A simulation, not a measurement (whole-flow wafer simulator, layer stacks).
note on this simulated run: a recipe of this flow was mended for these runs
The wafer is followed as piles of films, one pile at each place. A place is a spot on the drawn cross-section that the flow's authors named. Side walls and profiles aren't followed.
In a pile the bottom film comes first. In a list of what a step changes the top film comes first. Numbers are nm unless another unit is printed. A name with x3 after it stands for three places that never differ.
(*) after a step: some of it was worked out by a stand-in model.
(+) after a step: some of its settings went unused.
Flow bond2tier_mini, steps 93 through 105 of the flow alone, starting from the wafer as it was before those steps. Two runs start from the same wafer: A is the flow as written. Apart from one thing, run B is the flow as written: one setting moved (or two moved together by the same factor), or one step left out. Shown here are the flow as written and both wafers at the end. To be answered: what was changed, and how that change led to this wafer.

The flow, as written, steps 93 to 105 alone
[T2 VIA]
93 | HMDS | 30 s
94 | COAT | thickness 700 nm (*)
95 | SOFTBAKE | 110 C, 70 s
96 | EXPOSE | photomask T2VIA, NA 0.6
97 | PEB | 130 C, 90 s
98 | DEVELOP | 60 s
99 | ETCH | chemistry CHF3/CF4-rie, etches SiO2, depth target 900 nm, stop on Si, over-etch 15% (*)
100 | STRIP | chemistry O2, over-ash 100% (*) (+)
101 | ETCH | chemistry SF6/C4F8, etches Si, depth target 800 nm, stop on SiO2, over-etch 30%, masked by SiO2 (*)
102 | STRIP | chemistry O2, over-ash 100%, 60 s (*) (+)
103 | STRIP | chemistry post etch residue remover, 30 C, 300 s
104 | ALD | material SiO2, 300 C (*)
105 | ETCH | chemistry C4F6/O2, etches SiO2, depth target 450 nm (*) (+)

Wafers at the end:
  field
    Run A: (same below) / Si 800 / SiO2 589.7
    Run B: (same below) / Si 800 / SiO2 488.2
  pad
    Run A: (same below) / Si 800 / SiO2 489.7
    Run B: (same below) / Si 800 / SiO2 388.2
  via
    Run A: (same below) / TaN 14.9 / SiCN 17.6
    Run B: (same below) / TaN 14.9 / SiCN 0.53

What caused this: step 105, ETCH: depth target 551.5 nm was run, while the flow as written has depth target 450 nm.

The path from the change to this, step by step:
  105 | ETCH | chemistry C4F6/O2, etches SiO2, depth target 450 nm (*) (+)
      field, pad: A -450 SiO2 | B -551.5 SiO2
      via: A -348.1 SiO2 (all of it), -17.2 SiCN | B -348.1 SiO2 (all of it), -34.3 SiCN
